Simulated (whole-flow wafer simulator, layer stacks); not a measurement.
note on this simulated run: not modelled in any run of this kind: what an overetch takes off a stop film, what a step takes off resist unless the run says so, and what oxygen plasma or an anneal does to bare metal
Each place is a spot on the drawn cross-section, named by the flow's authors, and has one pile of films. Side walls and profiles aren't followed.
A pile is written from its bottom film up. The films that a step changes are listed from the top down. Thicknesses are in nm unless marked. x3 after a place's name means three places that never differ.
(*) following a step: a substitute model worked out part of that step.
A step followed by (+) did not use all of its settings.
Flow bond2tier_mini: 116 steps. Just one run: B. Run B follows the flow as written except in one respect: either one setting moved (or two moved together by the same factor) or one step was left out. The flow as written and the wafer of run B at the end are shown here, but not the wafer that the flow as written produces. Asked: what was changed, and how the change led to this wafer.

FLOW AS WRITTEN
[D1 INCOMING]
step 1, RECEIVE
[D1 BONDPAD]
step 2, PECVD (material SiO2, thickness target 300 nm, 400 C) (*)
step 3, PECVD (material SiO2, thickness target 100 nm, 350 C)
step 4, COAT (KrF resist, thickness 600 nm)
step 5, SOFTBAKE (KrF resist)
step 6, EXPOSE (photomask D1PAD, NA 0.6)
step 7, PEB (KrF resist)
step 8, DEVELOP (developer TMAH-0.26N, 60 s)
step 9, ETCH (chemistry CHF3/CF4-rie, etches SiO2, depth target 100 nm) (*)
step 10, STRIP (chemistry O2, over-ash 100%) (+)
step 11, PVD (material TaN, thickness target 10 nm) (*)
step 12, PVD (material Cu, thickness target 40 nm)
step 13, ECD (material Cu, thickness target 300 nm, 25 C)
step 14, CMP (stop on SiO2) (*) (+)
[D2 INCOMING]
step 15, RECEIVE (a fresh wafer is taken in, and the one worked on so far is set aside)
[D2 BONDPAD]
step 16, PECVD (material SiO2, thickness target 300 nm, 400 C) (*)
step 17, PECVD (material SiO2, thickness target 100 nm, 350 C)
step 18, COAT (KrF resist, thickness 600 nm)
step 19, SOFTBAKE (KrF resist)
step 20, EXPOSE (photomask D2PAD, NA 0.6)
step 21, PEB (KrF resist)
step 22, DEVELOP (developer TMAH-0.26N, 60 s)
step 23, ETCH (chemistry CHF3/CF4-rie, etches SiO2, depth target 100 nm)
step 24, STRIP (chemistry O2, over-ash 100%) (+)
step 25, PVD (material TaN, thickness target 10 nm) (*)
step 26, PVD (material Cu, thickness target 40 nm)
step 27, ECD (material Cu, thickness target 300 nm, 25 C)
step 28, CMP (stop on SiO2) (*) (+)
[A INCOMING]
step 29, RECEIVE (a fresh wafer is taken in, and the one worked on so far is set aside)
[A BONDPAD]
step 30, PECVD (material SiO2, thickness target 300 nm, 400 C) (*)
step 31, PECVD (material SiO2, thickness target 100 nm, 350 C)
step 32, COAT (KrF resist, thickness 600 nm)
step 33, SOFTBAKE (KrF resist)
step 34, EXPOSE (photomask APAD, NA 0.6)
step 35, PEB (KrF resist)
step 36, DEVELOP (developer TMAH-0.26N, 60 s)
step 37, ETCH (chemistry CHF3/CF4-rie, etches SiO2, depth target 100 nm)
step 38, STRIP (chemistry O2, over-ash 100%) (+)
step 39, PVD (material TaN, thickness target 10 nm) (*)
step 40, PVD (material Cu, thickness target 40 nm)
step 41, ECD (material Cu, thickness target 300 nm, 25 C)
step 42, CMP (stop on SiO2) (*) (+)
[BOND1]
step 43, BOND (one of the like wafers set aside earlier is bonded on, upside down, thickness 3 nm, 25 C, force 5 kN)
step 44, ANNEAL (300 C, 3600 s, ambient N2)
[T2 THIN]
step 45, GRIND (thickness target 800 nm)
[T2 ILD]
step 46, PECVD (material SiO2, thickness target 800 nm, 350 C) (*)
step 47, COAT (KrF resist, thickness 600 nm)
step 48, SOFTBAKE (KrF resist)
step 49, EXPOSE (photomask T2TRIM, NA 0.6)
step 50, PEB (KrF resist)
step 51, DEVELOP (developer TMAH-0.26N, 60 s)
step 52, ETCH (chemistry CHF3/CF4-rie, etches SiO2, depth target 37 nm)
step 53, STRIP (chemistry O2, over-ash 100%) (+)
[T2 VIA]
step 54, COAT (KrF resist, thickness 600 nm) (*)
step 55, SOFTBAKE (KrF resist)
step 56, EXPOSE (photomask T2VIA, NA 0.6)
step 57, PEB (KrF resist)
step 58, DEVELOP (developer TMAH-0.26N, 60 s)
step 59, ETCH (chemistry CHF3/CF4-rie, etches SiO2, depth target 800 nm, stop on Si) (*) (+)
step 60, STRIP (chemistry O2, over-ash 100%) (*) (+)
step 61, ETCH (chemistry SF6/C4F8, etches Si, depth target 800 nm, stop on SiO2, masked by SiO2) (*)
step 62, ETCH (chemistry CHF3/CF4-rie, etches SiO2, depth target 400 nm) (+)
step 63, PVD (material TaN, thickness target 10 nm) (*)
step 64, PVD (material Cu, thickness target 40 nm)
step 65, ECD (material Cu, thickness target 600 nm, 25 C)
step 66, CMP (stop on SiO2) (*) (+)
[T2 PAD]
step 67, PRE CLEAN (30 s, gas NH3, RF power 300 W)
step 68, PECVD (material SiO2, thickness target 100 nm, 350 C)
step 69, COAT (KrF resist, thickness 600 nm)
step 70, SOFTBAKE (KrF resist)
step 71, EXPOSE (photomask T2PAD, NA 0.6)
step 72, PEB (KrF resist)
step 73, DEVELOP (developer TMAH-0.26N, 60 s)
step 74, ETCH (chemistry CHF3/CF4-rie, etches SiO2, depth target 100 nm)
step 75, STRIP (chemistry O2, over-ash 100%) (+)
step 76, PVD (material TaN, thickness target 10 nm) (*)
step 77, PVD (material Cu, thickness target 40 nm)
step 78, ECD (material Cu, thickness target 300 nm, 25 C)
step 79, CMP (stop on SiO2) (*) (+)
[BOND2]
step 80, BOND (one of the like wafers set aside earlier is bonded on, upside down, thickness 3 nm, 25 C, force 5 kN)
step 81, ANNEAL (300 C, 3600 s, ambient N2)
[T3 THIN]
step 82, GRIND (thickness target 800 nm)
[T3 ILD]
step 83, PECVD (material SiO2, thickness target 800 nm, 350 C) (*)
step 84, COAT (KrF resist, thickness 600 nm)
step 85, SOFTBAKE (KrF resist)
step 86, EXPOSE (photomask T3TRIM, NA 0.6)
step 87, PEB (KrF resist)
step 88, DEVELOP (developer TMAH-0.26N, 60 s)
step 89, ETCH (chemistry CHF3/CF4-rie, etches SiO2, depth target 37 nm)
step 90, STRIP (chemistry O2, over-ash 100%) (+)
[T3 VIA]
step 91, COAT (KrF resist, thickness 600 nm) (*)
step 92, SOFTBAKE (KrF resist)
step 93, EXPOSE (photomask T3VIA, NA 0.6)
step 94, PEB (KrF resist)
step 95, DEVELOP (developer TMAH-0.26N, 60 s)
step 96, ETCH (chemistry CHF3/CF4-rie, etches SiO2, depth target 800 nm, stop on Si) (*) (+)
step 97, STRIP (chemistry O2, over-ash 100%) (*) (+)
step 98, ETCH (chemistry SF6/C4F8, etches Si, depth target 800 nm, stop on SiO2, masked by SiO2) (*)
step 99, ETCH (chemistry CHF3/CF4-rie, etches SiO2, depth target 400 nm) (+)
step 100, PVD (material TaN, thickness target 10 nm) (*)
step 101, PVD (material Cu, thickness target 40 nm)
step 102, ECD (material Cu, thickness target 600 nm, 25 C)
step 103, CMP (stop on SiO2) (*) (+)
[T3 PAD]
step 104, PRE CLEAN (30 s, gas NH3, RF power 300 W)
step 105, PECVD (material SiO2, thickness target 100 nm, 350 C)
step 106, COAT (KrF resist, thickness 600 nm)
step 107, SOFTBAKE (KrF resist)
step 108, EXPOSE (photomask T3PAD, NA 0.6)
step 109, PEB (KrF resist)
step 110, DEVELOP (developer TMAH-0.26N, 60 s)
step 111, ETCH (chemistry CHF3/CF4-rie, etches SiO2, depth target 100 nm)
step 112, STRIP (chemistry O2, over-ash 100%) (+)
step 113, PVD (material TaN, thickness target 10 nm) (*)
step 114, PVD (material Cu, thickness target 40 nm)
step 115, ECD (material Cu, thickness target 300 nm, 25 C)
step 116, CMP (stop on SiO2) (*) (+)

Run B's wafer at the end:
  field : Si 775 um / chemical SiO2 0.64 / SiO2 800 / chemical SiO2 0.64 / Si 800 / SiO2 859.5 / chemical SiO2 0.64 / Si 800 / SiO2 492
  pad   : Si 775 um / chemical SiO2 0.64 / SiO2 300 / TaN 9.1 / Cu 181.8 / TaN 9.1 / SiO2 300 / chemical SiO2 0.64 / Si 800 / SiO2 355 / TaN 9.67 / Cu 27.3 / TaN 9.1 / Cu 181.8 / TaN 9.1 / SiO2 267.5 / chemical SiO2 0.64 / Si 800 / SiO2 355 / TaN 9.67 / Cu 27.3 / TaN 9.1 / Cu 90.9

What caused this: step 17, PECVD: thickness target 67.5 nm was run, while the flow as written has thickness target 100 nm.

How this came from the change, step by step:
  step 17, PECVD (material SiO2, thickness target 100 nm, 350 C)
      field, pad, via: SiO2 gains 67.5 (it would be, as written: SiO2 gains 100)
  step 80, BOND (one of the like wafers set aside earlier is bonded on, upside down, thickness 3 nm, 25 C, force 5 kN)
      field: Si gains 775 um (new film), chemical SiO2 gains 0.64 (new film), SiO2 gains 367.5 (it would be, as written: Si gains 775 um (new film), chemical SiO2 gains 0.64 (new film), SiO2 gains 400)
      pad: Si gains 775 um (new film), chemical SiO2 gains 0.64 (new film), SiO2 gains 267.5 (new film), TaN gains 9.1 (new film), Cu gains 90.9 (it would be, as written: Si gains 775 um (new film), chemical SiO2 gains 0.64 (new film), SiO2 gains 300 (new film), TaN gains 9.1 (new film), Cu gains 90.9)
